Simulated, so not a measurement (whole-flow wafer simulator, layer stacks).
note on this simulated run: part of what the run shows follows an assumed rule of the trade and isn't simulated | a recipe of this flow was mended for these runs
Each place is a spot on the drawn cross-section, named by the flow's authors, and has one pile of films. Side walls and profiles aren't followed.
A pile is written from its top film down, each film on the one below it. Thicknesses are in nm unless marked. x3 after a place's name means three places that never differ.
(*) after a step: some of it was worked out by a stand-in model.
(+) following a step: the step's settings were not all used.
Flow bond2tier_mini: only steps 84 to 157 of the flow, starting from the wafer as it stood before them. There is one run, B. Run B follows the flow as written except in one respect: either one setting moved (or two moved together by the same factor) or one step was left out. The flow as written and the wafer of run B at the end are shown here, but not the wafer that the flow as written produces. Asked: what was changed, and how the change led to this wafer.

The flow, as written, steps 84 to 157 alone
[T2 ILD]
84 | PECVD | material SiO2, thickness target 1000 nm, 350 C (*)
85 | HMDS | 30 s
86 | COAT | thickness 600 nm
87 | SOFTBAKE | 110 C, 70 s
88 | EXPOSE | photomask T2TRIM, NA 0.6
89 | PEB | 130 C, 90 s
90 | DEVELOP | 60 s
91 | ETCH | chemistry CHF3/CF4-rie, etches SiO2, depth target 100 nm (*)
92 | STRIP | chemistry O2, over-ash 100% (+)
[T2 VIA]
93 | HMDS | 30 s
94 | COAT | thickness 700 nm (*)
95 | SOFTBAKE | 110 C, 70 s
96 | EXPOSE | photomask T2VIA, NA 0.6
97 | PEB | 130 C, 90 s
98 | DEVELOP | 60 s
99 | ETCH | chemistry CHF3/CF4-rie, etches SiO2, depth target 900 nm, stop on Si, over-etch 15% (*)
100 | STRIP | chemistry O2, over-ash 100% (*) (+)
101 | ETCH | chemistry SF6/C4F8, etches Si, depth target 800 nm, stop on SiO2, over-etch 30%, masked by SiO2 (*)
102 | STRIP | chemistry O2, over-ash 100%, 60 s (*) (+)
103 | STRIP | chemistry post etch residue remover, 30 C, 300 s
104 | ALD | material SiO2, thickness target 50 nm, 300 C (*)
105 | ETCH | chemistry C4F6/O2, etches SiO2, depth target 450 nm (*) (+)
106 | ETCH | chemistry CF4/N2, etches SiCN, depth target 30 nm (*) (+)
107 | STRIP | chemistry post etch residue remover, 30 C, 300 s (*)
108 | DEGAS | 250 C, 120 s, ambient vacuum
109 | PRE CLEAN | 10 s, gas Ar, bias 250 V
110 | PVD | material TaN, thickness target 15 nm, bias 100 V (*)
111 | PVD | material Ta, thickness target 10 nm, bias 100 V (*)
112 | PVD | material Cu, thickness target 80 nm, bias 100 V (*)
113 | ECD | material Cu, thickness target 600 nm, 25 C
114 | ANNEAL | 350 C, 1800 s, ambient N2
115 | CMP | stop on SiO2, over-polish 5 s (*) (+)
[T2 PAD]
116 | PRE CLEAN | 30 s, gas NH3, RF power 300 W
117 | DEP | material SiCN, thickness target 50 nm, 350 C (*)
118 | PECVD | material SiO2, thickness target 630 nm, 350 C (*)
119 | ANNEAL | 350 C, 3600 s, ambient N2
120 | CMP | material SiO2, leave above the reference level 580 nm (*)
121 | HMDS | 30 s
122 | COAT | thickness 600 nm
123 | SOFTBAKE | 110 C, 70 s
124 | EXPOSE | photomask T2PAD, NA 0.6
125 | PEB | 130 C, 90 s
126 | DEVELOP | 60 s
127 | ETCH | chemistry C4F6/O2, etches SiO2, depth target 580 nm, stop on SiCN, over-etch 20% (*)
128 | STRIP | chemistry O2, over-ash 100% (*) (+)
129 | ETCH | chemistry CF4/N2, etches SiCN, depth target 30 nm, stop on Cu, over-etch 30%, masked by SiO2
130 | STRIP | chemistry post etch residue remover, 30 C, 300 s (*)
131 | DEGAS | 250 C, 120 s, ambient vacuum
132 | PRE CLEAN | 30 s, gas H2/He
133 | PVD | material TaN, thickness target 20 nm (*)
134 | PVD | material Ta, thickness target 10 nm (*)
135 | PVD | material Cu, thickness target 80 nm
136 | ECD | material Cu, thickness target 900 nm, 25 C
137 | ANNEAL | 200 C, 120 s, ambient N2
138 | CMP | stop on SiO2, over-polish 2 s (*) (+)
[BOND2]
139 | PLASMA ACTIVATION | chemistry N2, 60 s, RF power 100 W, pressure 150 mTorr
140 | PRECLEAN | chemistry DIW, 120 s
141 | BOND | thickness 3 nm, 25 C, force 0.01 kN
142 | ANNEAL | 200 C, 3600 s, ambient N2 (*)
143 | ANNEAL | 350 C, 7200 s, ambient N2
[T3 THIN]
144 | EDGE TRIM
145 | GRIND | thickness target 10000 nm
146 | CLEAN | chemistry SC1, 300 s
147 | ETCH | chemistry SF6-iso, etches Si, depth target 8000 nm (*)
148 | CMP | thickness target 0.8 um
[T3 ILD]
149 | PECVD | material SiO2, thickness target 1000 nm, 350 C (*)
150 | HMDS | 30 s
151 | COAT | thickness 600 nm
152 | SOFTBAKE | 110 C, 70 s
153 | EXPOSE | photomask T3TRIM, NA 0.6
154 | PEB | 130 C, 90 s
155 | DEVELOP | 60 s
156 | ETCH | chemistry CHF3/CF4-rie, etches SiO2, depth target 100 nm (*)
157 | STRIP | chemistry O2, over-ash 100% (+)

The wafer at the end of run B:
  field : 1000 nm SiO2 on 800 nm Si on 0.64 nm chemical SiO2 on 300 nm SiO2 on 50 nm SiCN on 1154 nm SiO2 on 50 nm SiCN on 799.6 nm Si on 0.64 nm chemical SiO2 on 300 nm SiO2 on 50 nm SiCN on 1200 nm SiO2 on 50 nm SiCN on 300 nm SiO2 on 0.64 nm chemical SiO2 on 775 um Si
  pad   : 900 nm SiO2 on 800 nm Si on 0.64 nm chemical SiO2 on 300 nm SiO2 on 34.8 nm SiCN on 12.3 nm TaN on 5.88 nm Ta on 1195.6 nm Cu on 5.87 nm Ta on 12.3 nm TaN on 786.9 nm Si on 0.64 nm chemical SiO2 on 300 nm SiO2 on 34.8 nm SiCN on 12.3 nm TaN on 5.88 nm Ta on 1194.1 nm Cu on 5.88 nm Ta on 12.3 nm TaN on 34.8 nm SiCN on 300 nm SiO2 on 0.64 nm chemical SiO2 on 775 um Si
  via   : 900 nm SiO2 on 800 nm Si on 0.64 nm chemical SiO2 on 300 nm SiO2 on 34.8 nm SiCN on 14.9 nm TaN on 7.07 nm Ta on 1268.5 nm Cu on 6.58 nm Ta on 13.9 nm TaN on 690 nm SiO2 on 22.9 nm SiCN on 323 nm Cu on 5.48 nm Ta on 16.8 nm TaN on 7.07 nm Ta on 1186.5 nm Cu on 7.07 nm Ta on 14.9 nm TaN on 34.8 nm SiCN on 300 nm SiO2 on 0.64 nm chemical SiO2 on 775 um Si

What caused this: step 84, PECVD: thickness target 402 nm was run, though the flow has thickness target 1000 nm.

Step by step, how the change led to this:
  84 | PECVD | material SiO2, thickness target 1000 nm, 350 C (*)
      field, pad, via: SiO2 gains 402 (new film) (in the flow as written it would be: SiO2 gains 1000 (new film))
  99 | ETCH | chemistry CHF3/CF4-rie, etches SiO2, depth target 900 nm, stop on Si, over-etch 15% (*)
      field, pad: thick-KrF-resist loses 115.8 (in the flow as written it would be: thick-KrF-resist loses 345)
      via: SiO2 loses 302 (all of it), Si loses 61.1 (in the flow as written it would be: SiO2 loses 900 (all of it), Si loses 11.2)
  100 | STRIP | chemistry O2, over-ash 100% (*) (+)
      field: thick-KrF-resist loses 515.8 (all of it) (in the flow as written it would be: thick-KrF-resist loses 286.6 (all of it))
      pad: thick-KrF-resist loses 602.2 (all of it) (in the flow as written it would be: thick-KrF-resist loses 372.9 (all of it))
  101 | ETCH | chemistry SF6/C4F8, etches Si, depth target 800 nm, stop on SiO2, over-etch 30%, masked by SiO2 (*)
      field, pad: SiO2 loses 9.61 (in the flow as written it would be: SiO2 loses 10.3)
      via: Si loses 738.9 (all of it), chemical SiO2 loses 0.64 (all of it), SiO2 loses 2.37 (in the flow as written it would be: Si loses 788.8 (all of it), chemical SiO2 loses 0.64 (all of it), SiO2 loses 1.87)
  105 | ETCH | chemistry C4F6/O2, etches SiO2, depth target 450 nm (*) (+)
      field: SiO2 loses 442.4 (all of it), Si loses 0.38 (in the flow as written it would be: SiO2 loses 450)
      pad: SiO2 loses 342.4 (all of it), Si loses 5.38 (in the flow as written it would be: SiO2 loses 450)
  106 | ETCH | chemistry CF4/N2, etches SiCN, depth target 30 nm (*) (+)
      field, pad: nothing (in the flow as written it would be: SiO2 loses 20)
  109 | PRE CLEAN | 10 s, gas Ar, bias 250 V
      field, pad: nothing (in the flow as written it would be: SiO2 loses 3)
  110 | PVD | material TaN, thickness target 15 nm, bias 100 V (*)
      pad: TaN gains 15 (new film) (in the flow as written it would be: TaN gains 14.2 (new film))
      via: TaN gains 8.28 (in the flow as written it would be: TaN gains 6.94)
  111 | PVD | material Ta, thickness target 10 nm, bias 100 V (*)
      pad: Ta gains 10 (new film) (in the flow as written it would be: Ta gains 9.42 (new film))
      via: Ta gains 5.48 (new film) (in the flow as written it would be: Ta gains 4.57 (new film))
  112 | PVD | material Cu, thickness target 80 nm, bias 100 V (*)
      pad: Cu gains 80 (new film) (in the flow as written it would be: Cu gains 75.3 (new film))
      via: Cu gains 42.6 (new film) (in the flow as written it would be: Cu gains 35 (new film))
  113 | ECD | material Cu, thickness target 600 nm, 25 C
      pad: Cu gains 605 (in the flow as written it would be: Cu gains 706.1)
      via: Cu gains 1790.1 (in the flow as written it would be: Cu gains 2367)
  115 | CMP | stop on SiO2, over-polish 5 s (*) (+)
      field: Cu loses 680 (all of it), Ta loses 10 (all of it), TaN loses 15 (all of it) (in the flow as written it would be: Cu loses 680 (all of it), Ta loses 10 (all of it), TaN loses 15 (all of it), SiO2 loses 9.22)
      pad: Cu loses 685 (all of it), Ta loses 10 (all of it), TaN loses 15 (all of it) (in the flow as written it would be: Cu loses 711.3)
      (as well as at 1 more place)
  117 | DEP | material SiCN, thickness target 50 nm, 350 C (*)
      via: SiCN gains 22.9 (new film) (in the flow as written it would be: SiCN gains 50 (new film))
  118 | PECVD | material SiO2, thickness target 630 nm, 350 C (*)
      via: SiO2 gains 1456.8 (new film) (in the flow as written it would be: SiO2 gains 630 (new film))
  120 | CMP | material SiO2, leave above the reference level 580 nm (*)
      pad, via: SiO2 loses 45 (in the flow as written it would be: SiO2 loses 50)
      field: SiO2 loses 50 (in the flow as written it would be: SiO2 loses 47.1)
  127 | ETCH | chemistry C4F6/O2, etches SiO2, depth target 580 nm, stop on SiCN, over-etch 20% (*)
      via: SiO2 loses 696 (in the flow as written it would be: SiO2 loses 580 (all of it), SiCN loses 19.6)
      pad: SiO2 loses 585 (all of it), SiCN loses 18.7 (in the flow as written it would be: SiO2 loses 580 (all of it), SiCN loses 19.6)
  ... 5 further steps ...
  136 | ECD | material Cu, thickness target 900 nm, 25 C
      via: Cu gains 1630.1 (in the flow as written it would be: Cu gains 1534.4)
With metal films that touch counted as one body, via has 2 bodies (between them, from the top down: SiO2 690 / SiCN 22.9); the flow as written gives 1 body.
